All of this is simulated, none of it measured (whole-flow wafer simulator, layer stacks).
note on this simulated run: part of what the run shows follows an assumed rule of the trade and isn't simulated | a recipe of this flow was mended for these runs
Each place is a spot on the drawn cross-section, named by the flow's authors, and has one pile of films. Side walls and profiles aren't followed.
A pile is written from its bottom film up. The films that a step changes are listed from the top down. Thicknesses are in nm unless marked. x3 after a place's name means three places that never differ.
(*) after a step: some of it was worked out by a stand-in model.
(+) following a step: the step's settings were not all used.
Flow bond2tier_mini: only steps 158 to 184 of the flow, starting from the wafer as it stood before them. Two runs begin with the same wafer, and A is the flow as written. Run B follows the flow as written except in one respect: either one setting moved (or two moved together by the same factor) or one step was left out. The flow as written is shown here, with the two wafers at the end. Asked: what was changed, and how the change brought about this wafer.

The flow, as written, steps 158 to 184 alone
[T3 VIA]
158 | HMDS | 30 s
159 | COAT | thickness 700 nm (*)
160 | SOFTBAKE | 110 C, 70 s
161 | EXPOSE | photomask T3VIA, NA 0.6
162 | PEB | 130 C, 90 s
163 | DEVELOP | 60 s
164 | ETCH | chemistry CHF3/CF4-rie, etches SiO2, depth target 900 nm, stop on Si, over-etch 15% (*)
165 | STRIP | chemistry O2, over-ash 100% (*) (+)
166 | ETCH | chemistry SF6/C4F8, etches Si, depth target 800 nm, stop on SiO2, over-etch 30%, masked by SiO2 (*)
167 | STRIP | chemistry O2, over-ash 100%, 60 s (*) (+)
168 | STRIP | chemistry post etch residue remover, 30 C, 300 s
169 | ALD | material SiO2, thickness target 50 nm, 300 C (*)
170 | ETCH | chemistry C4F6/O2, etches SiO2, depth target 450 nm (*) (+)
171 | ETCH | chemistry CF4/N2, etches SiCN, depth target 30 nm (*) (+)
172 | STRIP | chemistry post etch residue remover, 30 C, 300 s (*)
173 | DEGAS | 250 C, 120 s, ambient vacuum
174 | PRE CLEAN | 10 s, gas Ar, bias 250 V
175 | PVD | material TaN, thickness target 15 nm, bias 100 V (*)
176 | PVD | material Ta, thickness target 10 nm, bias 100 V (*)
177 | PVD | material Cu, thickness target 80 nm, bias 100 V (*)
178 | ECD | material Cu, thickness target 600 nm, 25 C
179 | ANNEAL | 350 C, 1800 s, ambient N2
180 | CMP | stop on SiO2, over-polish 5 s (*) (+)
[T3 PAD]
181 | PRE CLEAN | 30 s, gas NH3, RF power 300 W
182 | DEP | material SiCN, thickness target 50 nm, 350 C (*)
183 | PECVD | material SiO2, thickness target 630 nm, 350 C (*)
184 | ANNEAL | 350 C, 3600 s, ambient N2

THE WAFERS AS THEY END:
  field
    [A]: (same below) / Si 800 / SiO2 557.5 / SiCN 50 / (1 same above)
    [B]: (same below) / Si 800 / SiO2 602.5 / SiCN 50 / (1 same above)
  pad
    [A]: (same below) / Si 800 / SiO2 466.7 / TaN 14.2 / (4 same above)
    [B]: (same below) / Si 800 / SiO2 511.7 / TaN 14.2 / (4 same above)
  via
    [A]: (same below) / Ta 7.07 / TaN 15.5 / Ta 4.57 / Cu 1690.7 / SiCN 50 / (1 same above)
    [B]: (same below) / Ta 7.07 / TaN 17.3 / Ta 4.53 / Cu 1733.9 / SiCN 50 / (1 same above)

The reason: step 170, ETCH: depth target 405 nm was run, though the flow has depth target 450 nm.

How this came from the change, step by step:
  170 | ETCH | chemistry C4F6/O2, etches SiO2, depth target 450 nm (*) (+)
      field, pad: A SiO2 loses 450 | B SiO2 loses 405
      via: A SiO2 loses 348.1 (all of it), SiCN loses 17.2 | B SiO2 loses 348.1 (all of it), SiCN loses 9.59
  171 | ETCH | chemistry CF4/N2, etches SiCN, depth target 30 nm (*) (+)
      via: A SiCN loses 17.6 (all of it), TaN loses 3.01 | B SiCN loses 25.2 (all of it), TaN loses 1.16
